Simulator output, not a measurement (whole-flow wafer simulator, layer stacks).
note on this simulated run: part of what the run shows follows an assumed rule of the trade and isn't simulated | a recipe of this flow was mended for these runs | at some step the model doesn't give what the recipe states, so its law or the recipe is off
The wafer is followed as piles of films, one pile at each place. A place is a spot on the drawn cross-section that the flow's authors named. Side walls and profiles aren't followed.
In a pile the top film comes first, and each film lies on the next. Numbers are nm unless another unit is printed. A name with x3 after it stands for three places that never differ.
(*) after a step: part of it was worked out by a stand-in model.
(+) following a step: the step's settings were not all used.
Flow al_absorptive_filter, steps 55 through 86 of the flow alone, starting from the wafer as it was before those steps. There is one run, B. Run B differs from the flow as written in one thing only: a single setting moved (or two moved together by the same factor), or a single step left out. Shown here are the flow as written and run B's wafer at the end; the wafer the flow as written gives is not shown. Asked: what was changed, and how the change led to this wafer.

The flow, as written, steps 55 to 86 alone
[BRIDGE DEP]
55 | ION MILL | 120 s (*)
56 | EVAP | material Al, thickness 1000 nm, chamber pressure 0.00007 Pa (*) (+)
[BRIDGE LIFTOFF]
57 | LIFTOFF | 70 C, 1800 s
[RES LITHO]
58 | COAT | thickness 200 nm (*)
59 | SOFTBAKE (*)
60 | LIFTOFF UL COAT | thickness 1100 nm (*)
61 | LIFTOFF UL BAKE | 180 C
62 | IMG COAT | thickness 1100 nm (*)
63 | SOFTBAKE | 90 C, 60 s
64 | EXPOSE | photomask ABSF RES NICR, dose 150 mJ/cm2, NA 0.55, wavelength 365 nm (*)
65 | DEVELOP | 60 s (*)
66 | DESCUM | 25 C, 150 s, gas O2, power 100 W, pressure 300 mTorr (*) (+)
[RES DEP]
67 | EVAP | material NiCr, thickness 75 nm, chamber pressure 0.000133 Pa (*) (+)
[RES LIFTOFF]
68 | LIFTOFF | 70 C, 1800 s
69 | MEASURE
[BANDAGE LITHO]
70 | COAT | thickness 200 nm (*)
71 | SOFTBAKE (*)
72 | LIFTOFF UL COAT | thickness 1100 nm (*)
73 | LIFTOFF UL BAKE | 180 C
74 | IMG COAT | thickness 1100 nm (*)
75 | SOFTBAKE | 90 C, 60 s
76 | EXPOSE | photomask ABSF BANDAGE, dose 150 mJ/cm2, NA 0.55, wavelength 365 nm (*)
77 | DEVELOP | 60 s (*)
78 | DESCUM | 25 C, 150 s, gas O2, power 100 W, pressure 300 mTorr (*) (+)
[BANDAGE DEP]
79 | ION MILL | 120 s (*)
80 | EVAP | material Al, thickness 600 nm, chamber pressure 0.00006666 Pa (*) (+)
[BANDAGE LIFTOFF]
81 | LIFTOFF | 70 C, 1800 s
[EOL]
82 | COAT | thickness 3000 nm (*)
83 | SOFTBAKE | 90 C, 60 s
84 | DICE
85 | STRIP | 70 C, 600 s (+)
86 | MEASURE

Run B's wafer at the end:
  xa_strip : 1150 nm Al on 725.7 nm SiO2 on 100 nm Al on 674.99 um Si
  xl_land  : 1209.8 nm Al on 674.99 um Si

The reason: step 56, EVAP: thickness 1150 nm was run, while the flow as written has thickness 1000 nm.
The wafer itself shows it: xa_strip has Al 1150, and step 56 as written asks for 1000 nm.

The path from the change to this, step by step:
  56 | EVAP | material Al, thickness 1000 nm, chamber pressure 0.00007 Pa (*) (+)
      gnd, pad_far, pad_near and 10 more: +1150 Al (new film) (as written it would have been: +1000 Al (new film))
      xl_land: +1150 Al (as written it would have been: +1000 Al)
  57 | LIFTOFF | 70 C, 1800 s
      gnd, xa_field, idc_field: -1150 Al (all of it), -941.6 i-line-resist (all of it), -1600 lift-off-underlayer (all of it), -200 acrylic-e-beam-resist (all of it) (as written it would have been: -1000 Al (all of it), -941.6 i-line-resist (all of it), -1600 lift-off-underlayer (all of it), -200 acrylic-e-beam-resist (all of it))
      pad_far: -1150 Al (all of it), -940.5 i-line-resist (all of it), -1591.1 lift-off-underlayer (all of it), -198.5 acrylic-e-beam-resist (all of it) (as written it would have been: -1000 Al (all of it), -940.5 i-line-resist (all of it), -1591.1 lift-off-underlayer (all of it), -198.5 acrylic-e-beam-resist (all of it))
      (and at 6 other places as well)
  58 | COAT | thickness 200 nm (*)
      xa_margin: +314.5 acrylic-e-beam-resist (new film) (as written it would have been: +288.1 acrylic-e-beam-resist (new film))
      xa_strip: +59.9 acrylic-e-beam-resist (new film) (as written it would have been: +66.9 acrylic-e-beam-resist (new film))
  60 | LIFTOFF UL COAT | thickness 1100 nm (*)
      xa_margin: +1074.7 lift-off-underlayer (new film) (as written it would have been: +1021 lift-off-underlayer (new film))
      xa_strip: +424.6 lift-off-underlayer (new film) (as written it would have been: +459.8 lift-off-underlayer (new film))
  62 | IMG COAT | thickness 1100 nm (*)
      xa_margin: +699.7 i-line-resist (new film) (as written it would have been: +741.1 i-line-resist (new film))
      xa_strip: +517.6 i-line-resist (new film) (as written it would have been: +577.9 i-line-resist (new film))
  68 | LIFTOFF | 70 C, 1800 s
      xa_margin: -75 NiCr (all of it), -556.4 i-line-resist (all of it), -1074.7 lift-off-underlayer (all of it), -314.5 acrylic-e-beam-resist (all of it) (as written it would have been: -75 NiCr (all of it), -598.1 i-line-resist (all of it), -1021 lift-off-underlayer (all of it), -288.1 acrylic-e-beam-resist (all of it))
      xa_strip: -75 NiCr (all of it), -373.3 i-line-resist (all of it), -424.6 lift-off-underlayer (all of it), -59.9 acrylic-e-beam-resist (all of it) (as written it would have been: -75 NiCr (all of it), -433.3 i-line-resist (all of it), -459.8 lift-off-underlayer (all of it), -66.9 acrylic-e-beam-resist (all of it))
  70 | COAT | thickness 200 nm (*)
      xa_margin: +314.5 acrylic-e-beam-resist (new film) (as written it would have been: +288.1 acrylic-e-beam-resist (new film))
      xa_strip: +59.9 acrylic-e-beam-resist (new film) (as written it would have been: +66.9 acrylic-e-beam-resist (new film))
  72 | LIFTOFF UL COAT | thickness 1100 nm (*)
      xa_margin: +1074.7 lift-off-underlayer (new film) (as written it would have been: +1021 lift-off-underlayer (new film))
      xa_strip: +424.6 lift-off-underlayer (new film) (as written it would have been: +459.8 lift-off-underlayer (new film))
  74 | IMG COAT | thickness 1100 nm (*)
      xa_margin: +699.7 i-line-resist (new film) (as written it would have been: +741.1 i-line-resist (new film))
      xa_strip: +517.6 i-line-resist (new film) (as written it would have been: +577.9 i-line-resist (new film))
  81 | LIFTOFF | 70 C, 1800 s
      xa_margin: -600 Al (all of it), -562.7 i-line-resist (all of it), -1074.7 lift-off-underlayer (all of it), -314.5 acrylic-e-beam-resist (all of it) (as written it would have been: -600 Al (all of it), -604.4 i-line-resist (all of it), -1021 lift-off-underlayer (all of it), -288.1 acrylic-e-beam-resist (all of it))
      xa_strip: -600 Al (all of it), -379.6 i-line-resist (all of it), -424.6 lift-off-underlayer (all of it), -59.9 acrylic-e-beam-resist (all of it) (as written it would have been: -600 Al (all of it), -439.6 i-line-resist (all of it), -459.8 lift-off-underlayer (all of it), -66.9 acrylic-e-beam-resist (all of it))
  82 | COAT | thickness 3000 nm (*)
      xa_strip: +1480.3 i-line-resist (new film) (as written it would have been: +1594.3 i-line-resist (new film))
  83 | SOFTBAKE | 90 C, 60 s
      xa_margin: -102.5 i-line-resist (as written it would have been: -94.2 i-line-resist)
      xa_strip: -127.8 i-line-resist (as written it would have been: -117.3 i-line-resist)
  85 | STRIP | 70 C, 600 s (+)
      xa_strip: -1352.5 i-line-resist (all of it) (as written it would have been: -1477 i-line-resist (all of it))
